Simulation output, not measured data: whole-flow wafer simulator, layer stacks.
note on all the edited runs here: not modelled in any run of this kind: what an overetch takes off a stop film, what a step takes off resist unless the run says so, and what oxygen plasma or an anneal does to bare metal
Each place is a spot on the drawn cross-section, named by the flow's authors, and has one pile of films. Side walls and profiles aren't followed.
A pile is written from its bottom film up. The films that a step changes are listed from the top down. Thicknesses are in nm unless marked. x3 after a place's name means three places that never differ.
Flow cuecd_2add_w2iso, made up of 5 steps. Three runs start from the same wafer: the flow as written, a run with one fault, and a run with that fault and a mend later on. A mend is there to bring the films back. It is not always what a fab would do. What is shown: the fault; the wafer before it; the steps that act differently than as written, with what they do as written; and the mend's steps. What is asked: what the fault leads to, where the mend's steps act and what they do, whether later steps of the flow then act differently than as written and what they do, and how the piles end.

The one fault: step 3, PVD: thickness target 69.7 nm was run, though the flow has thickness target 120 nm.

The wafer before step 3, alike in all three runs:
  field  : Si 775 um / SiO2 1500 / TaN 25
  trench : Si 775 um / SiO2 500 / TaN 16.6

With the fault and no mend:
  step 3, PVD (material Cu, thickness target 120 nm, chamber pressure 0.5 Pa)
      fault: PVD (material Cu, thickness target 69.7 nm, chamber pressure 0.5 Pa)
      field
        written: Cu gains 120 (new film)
        fault: Cu gains 69.7 (new film)
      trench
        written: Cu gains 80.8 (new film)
        fault: Cu gains 47.1 (new film)
  Every later step of the flow that is run acts as written, at every place that is followed, to within 2% or 0.5 nm, whichever is larger.
  At field, trench, the piles at the end differ from the flow's by more than 2% or 0.5 nm, whichever is larger.
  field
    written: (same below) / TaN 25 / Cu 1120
    fault: (same below) / TaN 25 / Cu 1069.7
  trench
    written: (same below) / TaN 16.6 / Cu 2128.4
    fault: (same below) / TaN 16.6 / Cu 2078.1

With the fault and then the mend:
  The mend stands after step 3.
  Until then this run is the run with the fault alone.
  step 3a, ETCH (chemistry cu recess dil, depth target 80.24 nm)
      field
        Cu loses 69.7 (all of it)
      trench
        Cu loses 47.1 (all of it)
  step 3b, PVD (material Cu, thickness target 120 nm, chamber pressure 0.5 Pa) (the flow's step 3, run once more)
      field
        Cu gains 120 (new film)
      trench
        Cu gains 80.8 (new film)
  Every later step of the flow that is run acts as written at every place that is followed.
  By the end, the piles equal the flow's at every place that both follow.
